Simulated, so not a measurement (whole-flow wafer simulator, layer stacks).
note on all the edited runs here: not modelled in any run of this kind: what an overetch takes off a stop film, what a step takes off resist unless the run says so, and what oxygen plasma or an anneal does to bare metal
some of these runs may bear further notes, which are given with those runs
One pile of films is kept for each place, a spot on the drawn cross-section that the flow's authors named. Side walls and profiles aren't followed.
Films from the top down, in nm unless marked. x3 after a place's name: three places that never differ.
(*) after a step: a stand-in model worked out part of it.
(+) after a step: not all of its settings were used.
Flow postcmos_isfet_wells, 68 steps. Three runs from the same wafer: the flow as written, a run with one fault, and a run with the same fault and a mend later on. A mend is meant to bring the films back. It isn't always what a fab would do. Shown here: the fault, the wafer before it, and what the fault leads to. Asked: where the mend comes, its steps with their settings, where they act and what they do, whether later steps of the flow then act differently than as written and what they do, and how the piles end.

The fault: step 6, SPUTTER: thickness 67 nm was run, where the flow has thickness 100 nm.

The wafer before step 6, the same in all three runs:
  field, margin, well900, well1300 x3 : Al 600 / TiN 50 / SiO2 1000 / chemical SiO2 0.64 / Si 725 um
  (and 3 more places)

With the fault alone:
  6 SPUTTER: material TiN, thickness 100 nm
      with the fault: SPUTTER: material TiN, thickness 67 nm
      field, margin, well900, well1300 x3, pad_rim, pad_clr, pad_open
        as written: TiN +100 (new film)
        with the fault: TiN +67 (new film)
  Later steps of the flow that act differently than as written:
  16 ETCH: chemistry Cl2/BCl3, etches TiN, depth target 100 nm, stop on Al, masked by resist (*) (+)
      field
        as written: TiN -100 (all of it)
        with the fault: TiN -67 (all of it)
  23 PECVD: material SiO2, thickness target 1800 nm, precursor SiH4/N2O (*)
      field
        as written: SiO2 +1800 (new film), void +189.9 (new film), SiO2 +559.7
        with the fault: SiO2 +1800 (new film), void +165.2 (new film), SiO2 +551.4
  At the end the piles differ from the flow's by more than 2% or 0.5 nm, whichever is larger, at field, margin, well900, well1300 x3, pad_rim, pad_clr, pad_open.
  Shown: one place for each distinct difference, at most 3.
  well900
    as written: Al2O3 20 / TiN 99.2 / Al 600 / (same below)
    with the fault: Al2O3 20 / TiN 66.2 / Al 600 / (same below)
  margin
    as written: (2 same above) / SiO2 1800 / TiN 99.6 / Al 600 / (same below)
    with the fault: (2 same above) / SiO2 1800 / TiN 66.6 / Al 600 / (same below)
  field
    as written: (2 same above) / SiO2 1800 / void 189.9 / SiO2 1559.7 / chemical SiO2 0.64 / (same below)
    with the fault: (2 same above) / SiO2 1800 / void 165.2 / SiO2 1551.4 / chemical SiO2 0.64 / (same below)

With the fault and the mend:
  The mend comes after step 15.
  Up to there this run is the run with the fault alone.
  15a STRIP: chemistry O2, 600 s (+)
      margin, well900, well1300 x3, pad_rim, pad_clr, pad_open
        KrF resist -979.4 (all of it)
  15b SPUTTER: material TiN, thickness 33 nm (the flow's step 6 once more, with other settings)
      field, margin, well900, well1300 x3, pad_rim, pad_clr, pad_open
        TiN +33
  15c HMDS: 30 s (the flow's step 8 once more)
      changes no film at any place that is followed
  15d COAT: KrF resist (the flow's step 9 once more)
      field, margin, well900, well1300 x3, pad_rim, pad_clr, pad_open
        KrF resist +1000 (new film)
  15e SOFTBAKE: material KrF resist (the flow's step 10 once more)
      changes no film at any place that is followed
  15f EBR (the flow's step 11 once more)
      changes no film at any place that is followed
  15g EXPOSE: photomask PLATE, NA 0.55, wavelength 248 nm (*) (the flow's step 12 once more)
      changes no film at any place that is followed
  15h PEB (the flow's step 13 once more)
      field, margin, well900, well1300 x3, pad_rim, pad_clr, pad_open
        KrF resist -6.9
  15i DEVELOP: 60 s (the flow's step 14 once more)
      margin, well900, well1300 x3, pad_rim, pad_clr, pad_open
        KrF resist -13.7
      field
        KrF resist -993.1 (all of it)
  No later step of the flow acts differently than as written at any place that is followed.
  At the end the piles are the same as the flow's at every place that both follow.
